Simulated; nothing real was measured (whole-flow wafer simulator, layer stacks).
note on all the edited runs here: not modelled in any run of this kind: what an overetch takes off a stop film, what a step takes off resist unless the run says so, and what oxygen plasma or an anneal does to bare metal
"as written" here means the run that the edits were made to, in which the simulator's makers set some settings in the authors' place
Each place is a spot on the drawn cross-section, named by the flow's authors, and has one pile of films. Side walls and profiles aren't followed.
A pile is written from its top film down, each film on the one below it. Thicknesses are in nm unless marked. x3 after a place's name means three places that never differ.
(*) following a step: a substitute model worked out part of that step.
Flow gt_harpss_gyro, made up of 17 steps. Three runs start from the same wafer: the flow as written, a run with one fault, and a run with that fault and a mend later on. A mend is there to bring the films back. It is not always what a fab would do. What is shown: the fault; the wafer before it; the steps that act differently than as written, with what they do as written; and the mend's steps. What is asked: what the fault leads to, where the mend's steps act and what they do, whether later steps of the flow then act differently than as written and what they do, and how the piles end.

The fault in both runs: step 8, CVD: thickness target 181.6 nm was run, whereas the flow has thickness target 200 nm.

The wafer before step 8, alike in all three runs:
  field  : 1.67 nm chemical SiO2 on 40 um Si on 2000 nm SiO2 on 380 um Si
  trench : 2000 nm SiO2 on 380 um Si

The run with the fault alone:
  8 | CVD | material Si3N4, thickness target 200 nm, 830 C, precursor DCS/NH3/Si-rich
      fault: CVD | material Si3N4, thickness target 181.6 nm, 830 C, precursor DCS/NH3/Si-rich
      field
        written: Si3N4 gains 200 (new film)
        fault: Si3N4 gains 181.6 (new film)
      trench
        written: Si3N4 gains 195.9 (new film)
        fault: Si3N4 gains 178 (new film)
  Steps further on in the flow that do not act as written:
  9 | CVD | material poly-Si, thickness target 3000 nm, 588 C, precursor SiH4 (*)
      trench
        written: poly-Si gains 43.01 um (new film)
        fault: poly-Si gains 43 um (new film)
  By the end, the piles at field, trench depart from the flow's by more than 2% or 0.5 nm, whichever is larger.
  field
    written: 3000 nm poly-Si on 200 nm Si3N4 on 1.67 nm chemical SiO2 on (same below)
    fault: 3000 nm poly-Si on 181.6 nm Si3N4 on 1.67 nm chemical SiO2 on (same below)
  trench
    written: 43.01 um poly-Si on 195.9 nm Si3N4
    fault: 43 um poly-Si on 178 nm Si3N4

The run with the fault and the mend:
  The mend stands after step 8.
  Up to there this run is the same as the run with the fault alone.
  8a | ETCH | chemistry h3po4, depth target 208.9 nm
      field
        Si3N4 loses 181.6 (all of it)
      trench
        Si3N4 loses 178 (all of it)
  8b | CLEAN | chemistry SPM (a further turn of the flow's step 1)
      alters no film at any place that is followed
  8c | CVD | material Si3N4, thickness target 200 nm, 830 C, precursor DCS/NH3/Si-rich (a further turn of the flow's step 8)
      field
        Si3N4 gains 200 (new film)
      trench
        Si3N4 gains 195.9 (new film)
  Later steps of the flow that are run all act as written at every place that is followed.
  By the end, the piles equal the flow's at every place that both follow.
